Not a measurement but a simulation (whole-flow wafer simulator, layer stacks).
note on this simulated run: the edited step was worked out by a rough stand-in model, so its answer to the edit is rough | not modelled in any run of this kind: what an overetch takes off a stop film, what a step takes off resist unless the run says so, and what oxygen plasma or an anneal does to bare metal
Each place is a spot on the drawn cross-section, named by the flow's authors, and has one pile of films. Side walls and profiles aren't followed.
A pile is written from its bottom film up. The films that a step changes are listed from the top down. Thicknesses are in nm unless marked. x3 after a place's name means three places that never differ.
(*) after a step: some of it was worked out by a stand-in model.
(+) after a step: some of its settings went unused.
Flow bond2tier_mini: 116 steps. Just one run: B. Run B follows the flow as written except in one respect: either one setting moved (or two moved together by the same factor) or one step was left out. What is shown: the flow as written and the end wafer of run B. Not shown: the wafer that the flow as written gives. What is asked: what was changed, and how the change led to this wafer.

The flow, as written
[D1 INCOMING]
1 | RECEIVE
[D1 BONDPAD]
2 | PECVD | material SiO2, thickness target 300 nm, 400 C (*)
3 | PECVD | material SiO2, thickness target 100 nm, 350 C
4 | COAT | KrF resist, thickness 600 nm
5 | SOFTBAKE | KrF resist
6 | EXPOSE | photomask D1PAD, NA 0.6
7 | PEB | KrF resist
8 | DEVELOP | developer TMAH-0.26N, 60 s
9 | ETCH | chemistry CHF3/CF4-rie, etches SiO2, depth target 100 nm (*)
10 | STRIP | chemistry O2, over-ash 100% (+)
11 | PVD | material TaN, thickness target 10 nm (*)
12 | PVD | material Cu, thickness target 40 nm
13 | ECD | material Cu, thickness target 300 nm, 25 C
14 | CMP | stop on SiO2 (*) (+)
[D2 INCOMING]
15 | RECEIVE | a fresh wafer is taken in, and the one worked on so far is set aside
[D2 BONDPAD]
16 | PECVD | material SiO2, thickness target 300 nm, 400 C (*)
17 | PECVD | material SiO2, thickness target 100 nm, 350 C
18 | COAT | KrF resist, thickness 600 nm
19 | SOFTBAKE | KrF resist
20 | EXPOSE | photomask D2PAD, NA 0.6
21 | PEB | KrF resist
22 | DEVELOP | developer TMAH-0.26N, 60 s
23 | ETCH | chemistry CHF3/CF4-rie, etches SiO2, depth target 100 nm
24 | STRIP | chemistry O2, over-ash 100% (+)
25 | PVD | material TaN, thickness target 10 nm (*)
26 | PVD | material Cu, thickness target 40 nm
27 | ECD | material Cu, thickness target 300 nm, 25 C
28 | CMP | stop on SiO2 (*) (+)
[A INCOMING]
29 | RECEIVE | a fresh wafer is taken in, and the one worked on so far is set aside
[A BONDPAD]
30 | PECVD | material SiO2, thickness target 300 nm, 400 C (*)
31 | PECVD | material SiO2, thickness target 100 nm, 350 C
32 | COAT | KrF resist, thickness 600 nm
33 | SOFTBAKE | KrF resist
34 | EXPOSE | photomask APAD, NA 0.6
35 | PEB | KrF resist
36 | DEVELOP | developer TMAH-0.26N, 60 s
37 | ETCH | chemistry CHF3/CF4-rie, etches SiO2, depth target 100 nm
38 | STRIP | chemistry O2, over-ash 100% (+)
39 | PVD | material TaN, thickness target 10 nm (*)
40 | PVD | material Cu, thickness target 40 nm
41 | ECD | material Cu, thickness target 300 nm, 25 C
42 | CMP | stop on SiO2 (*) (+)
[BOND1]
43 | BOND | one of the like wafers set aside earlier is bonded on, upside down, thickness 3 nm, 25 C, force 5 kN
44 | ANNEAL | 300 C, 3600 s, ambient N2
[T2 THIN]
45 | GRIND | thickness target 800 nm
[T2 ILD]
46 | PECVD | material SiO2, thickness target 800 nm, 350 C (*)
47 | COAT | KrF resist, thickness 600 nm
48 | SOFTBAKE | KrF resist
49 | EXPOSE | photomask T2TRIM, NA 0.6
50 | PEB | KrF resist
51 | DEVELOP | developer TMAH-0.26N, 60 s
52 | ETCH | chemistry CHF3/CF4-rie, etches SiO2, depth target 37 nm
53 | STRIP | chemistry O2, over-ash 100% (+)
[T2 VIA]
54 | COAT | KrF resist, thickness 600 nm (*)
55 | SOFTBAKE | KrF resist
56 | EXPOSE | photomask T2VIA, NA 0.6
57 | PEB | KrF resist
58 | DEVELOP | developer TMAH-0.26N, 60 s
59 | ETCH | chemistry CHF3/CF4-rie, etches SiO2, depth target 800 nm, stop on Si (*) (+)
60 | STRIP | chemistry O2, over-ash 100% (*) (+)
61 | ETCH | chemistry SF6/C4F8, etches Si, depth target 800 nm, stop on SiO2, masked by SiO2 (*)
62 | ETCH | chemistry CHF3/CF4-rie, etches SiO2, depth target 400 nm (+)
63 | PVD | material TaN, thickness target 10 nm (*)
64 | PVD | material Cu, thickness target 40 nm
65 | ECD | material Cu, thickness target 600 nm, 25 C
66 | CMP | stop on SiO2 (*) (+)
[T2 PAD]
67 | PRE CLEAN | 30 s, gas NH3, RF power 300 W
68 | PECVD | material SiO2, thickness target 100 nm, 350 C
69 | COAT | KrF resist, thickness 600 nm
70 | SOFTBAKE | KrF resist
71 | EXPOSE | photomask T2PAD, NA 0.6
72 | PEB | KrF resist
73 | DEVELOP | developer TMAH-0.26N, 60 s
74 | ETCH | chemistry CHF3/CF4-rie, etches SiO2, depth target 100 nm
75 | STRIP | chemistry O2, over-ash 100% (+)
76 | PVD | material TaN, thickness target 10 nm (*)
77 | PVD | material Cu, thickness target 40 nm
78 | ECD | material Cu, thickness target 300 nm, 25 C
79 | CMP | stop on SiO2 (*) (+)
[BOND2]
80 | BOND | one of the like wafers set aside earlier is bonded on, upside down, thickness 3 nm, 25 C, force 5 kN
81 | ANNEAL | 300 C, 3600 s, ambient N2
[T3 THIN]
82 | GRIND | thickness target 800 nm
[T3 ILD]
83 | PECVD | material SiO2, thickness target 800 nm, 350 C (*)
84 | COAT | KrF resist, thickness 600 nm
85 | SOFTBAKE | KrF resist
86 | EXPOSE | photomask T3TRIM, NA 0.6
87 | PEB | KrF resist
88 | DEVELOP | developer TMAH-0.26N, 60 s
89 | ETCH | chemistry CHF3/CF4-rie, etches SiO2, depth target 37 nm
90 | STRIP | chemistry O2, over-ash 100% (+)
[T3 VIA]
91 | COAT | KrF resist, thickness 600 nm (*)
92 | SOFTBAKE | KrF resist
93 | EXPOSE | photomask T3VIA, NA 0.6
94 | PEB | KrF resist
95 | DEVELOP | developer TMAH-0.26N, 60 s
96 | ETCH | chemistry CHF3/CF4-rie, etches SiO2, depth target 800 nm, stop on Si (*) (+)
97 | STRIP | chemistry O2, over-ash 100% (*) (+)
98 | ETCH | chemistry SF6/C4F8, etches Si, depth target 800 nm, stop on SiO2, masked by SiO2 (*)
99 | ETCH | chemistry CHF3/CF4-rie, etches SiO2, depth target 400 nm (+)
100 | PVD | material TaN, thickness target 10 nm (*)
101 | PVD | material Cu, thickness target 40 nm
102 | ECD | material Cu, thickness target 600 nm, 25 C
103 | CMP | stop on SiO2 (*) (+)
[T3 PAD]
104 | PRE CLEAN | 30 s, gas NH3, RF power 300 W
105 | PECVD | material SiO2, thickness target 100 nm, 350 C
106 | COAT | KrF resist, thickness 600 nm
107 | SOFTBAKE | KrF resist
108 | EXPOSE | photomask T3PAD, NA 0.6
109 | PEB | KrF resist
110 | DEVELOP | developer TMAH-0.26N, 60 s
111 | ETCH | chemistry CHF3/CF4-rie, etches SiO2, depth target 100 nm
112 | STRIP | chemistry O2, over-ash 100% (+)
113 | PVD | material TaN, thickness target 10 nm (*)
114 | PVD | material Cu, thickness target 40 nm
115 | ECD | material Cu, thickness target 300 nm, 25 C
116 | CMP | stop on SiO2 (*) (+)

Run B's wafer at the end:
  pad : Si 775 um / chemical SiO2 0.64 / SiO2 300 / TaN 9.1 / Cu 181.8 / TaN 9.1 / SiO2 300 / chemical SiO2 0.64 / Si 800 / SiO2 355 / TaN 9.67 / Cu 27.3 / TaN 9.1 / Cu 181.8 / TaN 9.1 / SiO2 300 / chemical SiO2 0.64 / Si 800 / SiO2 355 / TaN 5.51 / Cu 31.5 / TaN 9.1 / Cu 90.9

What caused this: step 100, PVD: thickness target 5.7 nm was run, while the flow as written has thickness target 10 nm.

Step by step, how the change led to this:
  100 | PVD | material TaN, thickness target 10 nm (*)
      field: TaN gains 5.7 (new film) (it would be, as written: TaN gains 10 (new film))
      pad: TaN gains 5.51 (new film) (it would be, as written: TaN gains 9.67 (new film))
  103 | CMP | stop on SiO2 (*) (+)
      field: Cu loses 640 (all of it), TaN loses 5.7 (all of it) (it would be, as written: Cu loses 640 (all of it), TaN loses 10 (all of it))
